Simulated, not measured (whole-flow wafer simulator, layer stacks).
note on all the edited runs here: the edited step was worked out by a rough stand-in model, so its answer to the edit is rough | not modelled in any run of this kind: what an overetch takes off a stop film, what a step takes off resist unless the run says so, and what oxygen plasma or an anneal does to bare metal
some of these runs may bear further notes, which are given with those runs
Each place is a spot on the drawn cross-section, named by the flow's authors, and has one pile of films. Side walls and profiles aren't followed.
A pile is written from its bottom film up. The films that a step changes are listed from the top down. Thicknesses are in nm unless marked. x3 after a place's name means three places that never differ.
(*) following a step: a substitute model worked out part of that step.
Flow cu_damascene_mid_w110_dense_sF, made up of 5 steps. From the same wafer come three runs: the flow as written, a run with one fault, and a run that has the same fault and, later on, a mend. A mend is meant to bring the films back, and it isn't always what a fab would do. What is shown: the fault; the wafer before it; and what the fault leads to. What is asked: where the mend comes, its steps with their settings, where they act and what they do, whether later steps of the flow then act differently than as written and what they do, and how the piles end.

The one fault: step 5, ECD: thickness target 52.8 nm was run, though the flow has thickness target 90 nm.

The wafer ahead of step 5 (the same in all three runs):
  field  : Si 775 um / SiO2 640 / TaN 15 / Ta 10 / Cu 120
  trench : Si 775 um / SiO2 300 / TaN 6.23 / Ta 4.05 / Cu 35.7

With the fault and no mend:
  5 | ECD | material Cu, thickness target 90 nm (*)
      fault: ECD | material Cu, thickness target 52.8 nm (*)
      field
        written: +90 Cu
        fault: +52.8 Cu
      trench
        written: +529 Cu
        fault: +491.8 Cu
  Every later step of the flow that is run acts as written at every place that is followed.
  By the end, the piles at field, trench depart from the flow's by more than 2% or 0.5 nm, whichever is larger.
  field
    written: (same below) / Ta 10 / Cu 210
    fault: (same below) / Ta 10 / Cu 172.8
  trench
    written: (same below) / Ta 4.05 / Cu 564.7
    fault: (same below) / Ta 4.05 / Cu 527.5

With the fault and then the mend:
  The mend stands after step 5.
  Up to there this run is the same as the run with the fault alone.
  5a | ECD | material Cu, thickness target 37.2 nm (the flow's step 5, run once more with other settings)
      field, trench
        +37.2 Cu
  Every later step of the flow that is run acts as written at every place that is followed.
  At every place that both follow, the piles at the end match the flow's.
